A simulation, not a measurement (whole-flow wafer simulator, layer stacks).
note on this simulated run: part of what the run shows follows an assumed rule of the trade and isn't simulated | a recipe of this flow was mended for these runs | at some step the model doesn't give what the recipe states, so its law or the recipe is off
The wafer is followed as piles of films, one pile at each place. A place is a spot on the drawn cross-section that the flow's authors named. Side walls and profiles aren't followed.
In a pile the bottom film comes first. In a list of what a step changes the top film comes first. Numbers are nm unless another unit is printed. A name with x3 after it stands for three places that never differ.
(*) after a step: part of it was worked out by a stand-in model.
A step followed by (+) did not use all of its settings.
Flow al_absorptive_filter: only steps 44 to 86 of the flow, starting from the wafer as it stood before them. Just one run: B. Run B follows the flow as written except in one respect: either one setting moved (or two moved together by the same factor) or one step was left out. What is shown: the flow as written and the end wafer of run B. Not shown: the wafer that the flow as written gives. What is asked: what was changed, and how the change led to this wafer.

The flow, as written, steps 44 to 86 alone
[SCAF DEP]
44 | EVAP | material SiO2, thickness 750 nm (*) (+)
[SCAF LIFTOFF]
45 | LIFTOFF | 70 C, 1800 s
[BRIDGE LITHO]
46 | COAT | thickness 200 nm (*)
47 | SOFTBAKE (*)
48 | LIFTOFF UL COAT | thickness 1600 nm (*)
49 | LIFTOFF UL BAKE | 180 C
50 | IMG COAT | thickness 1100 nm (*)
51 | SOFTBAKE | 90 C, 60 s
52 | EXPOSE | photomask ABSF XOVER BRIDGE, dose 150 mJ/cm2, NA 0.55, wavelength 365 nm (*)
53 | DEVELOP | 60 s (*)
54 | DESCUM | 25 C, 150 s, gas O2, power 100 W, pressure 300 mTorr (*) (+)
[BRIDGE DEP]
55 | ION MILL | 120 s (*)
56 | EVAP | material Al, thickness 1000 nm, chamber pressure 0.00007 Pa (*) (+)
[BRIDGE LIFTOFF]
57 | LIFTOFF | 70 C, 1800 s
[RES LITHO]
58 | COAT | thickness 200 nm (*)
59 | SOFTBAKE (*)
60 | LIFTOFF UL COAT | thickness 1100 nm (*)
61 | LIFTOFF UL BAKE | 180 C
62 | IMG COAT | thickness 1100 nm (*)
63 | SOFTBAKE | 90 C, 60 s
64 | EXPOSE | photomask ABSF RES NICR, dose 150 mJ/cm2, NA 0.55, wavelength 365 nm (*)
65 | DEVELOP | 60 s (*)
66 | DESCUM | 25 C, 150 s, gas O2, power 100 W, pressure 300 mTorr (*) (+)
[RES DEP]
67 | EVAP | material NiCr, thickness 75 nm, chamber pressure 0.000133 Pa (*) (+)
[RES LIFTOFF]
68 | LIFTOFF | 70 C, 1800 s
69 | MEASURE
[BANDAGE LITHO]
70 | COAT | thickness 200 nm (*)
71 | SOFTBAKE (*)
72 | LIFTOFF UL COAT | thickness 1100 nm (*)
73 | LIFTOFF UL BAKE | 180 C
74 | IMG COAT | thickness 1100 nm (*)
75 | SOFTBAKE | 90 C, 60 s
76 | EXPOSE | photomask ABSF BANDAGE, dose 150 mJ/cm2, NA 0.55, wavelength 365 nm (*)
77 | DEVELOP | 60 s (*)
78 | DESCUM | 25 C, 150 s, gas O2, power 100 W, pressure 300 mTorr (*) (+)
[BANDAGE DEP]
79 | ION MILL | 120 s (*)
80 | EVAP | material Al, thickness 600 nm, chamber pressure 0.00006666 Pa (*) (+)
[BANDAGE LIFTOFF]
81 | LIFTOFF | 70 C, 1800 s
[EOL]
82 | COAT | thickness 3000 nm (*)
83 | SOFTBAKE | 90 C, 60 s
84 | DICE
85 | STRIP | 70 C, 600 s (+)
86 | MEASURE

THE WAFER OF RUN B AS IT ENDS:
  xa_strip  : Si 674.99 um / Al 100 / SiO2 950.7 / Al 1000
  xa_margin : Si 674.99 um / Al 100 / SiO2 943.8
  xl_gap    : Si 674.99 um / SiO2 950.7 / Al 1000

What caused this: step 44, EVAP: thickness 975 nm was run, though the flow has thickness 750 nm.

How this came from the change, step by step:
  44 | EVAP | material SiO2, thickness 750 nm (*) (+)
      gnd, pad_far, pad_near and 10 more: SiO2 gains 975 (new film) (in the flow as written it would be: SiO2 gains 750 (new film))
      xa_margin: SiO2 gains 943.8 (new film) (in the flow as written it would be: SiO2 gains 726 (new film))
  45 | LIFTOFF | 70 C, 1800 s
      gnd, xa_field, xl_land, idc_field: SiO2 loses 975 (all of it), i-line-resist loses 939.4 (all of it), lift-off-underlayer loses 1100 (all of it), acrylic-e-beam-resist loses 200 (all of it) (in the flow as written it would be: SiO2 loses 750 (all of it), i-line-resist loses 939.4 (all of it), lift-off-underlayer loses 1100 (all of it), acrylic-e-beam-resist loses 200 (all of it))
      pad_far: SiO2 loses 975 (all of it), i-line-resist loses 937 (all of it), lift-off-underlayer loses 1092.7 (all of it), acrylic-e-beam-resist loses 198.5 (all of it) (in the flow as written it would be: SiO2 loses 750 (all of it), i-line-resist loses 937 (all of it), lift-off-underlayer loses 1092.7 (all of it), acrylic-e-beam-resist loses 198.5 (all of it))
      (and at 5 other places as well)
  46 | COAT | thickness 200 nm (*)
      xa_margin: acrylic-e-beam-resist gains 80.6 (new film) (in the flow as written it would be: acrylic-e-beam-resist gains 87.1 (new film))
      xa_strip: acrylic-e-beam-resist gains 138.3 (new film) (in the flow as written it would be: acrylic-e-beam-resist gains 156.7 (new film))
      (and at 3 other places as well)
  48 | LIFTOFF UL COAT | thickness 1600 nm (*)
      xa_margin: lift-off-underlayer gains 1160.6 (new film) (in the flow as written it would be: lift-off-underlayer gains 1268 (new film))
      xa_strip: lift-off-underlayer gains 1132.3 (new film) (in the flow as written it would be: lift-off-underlayer gains 1219 (new film))
      (and at 3 other places as well)
  50 | IMG COAT | thickness 1100 nm (*)
      xa_margin: i-line-resist gains 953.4 (new film) (in the flow as written it would be: i-line-resist gains 995.2 (new film))
      xa_strip: i-line-resist gains 909.2 (new film) (in the flow as written it would be: i-line-resist gains 962 (new film))
      (and at 2 other places as well)
  51 | SOFTBAKE | 90 C, 60 s
      xa_strip: i-line-resist loses 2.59 (in the flow as written it would be: i-line-resist loses 1.93)
      xl_turn: i-line-resist loses 2.49 (in the flow as written it would be: i-line-resist loses 1.83)
  53 | DEVELOP | 60 s (*)
      xa_strip: i-line-resist loses 906.6 (all of it), lift-off-underlayer loses 1132.3 (all of it) (in the flow as written it would be: i-line-resist loses 960.1 (all of it), lift-off-underlayer loses 1219 (all of it))
      xl_land: i-line-resist loses 1124.4 (all of it), lift-off-underlayer loses 1745.6 (all of it) (in the flow as written it would be: i-line-resist loses 1117.3 (all of it), lift-off-underlayer loses 1706.9 (all of it))
      (and at 2 other places as well)
  54 | DESCUM | 25 C, 150 s, gas O2, power 100 W, pressure 300 mTorr (*) (+)
      gnd, pad_far, pad_near and 7 more: i-line-resist loses 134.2 (in the flow as written it would be: i-line-resist loses 131.1)
      xa_strip: acrylic-e-beam-resist loses 138.3 (all of it) (in the flow as written it would be: acrylic-e-beam-resist loses 156.7 (all of it))
      (and at 3 other places as well)
  57 | LIFTOFF | 70 C, 1800 s
      xa_margin: Al loses 1000 (all of it), i-line-resist loses 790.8 (all of it), lift-off-underlayer loses 1160.6 (all of it), acrylic-e-beam-resist loses 80.6 (all of it) (in the flow as written it would be: Al loses 1000 (all of it), i-line-resist loses 836.1 (all of it), lift-off-underlayer loses 1268 (all of it), acrylic-e-beam-resist loses 87.1 (all of it))
  58 | COAT | thickness 200 nm (*)
      xa_margin: acrylic-e-beam-resist gains 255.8 (new film) (in the flow as written it would be: acrylic-e-beam-resist gains 288.1 (new film))
      xa_strip: acrylic-e-beam-resist gains 57 (new film) (in the flow as written it would be: acrylic-e-beam-resist gains 66.9 (new film))
      (and at 2 other places as well)
  60 | LIFTOFF UL COAT | thickness 1100 nm (*)
      xa_margin: lift-off-underlayer gains 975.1 (new film) (in the flow as written it would be: lift-off-underlayer gains 1021 (new film))
      xa_strip: lift-off-underlayer gains 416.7 (new film) (in the flow as written it would be: lift-off-underlayer gains 459.8 (new film))
      (and at 2 other places as well)
  62 | IMG COAT | thickness 1100 nm (*)
      xa_margin: i-line-resist gains 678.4 (new film) (in the flow as written it would be: i-line-resist gains 741.1 (new film))
      xa_strip: i-line-resist gains 495 (new film) (in the flow as written it would be: i-line-resist gains 577.9 (new film))
      (and at 2 other places as well)
  63 | SOFTBAKE | 90 C, 60 s
      xl_gap: i-line-resist loses 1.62 (in the flow as written it would be: i-line-resist loses 1.04)
      xl_turn: i-line-resist loses 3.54 (in the flow as written it would be: i-line-resist loses 2.67)
  68 | LIFTOFF | 70 C, 1800 s
      xa_margin: NiCr loses 75 (all of it), i-line-resist loses 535 (all of it), lift-off-underlayer loses 975.1 (all of it), acrylic-e-beam-resist loses 255.8 (all of it) (in the flow as written it would be: NiCr loses 75 (all of it), i-line-resist loses 598.1 (all of it), lift-off-underlayer loses 1021 (all of it), acrylic-e-beam-resist loses 288.1 (all of it))
      xa_strip: NiCr loses 75 (all of it), i-line-resist loses 350.9 (all of it), lift-off-underlayer loses 416.7 (all of it), acrylic-e-beam-resist loses 57 (all of it) (in the flow as written it would be: NiCr loses 75 (all of it), i-line-resist loses 433.3 (all of it), lift-off-underlayer loses 459.8 (all of it), acrylic-e-beam-resist loses 66.9 (all of it))
      (and at 2 other places as well)
  70 | COAT | thickness 200 nm (*)
      xa_margin: acrylic-e-beam-resist gains 255.8 (new film) (in the flow as written it would be: acrylic-e-beam-resist gains 288.1 (new film))
      xa_strip: acrylic-e-beam-resist gains 57 (new film) (in the flow as written it would be: acrylic-e-beam-resist gains 66.9 (new film))
      (and at 2 other places as well)
  72 | LIFTOFF UL COAT | thickness 1100 nm (*)
      xa_margin: lift-off-underlayer gains 975.1 (new film) (in the flow as written it would be: lift-off-underlayer gains 1021 (new film))
      xa_strip: lift-off-underlayer gains 416.7 (new film) (in the flow as written it would be: lift-off-underlayer gains 459.8 (new film))
      (and at 2 other places as well)
  ... 5 other steps ...
  85 | STRIP | 70 C, 600 s (+)
      xa_margin: i-line-resist loses 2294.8 (all of it) (in the flow as written it would be: i-line-resist loses 2469.3 (all of it))
      xa_strip: i-line-resist loses 1298.6 (all of it) (in the flow as written it would be: i-line-resist loses 1477 (all of it))
      (and at 2 other places as well)
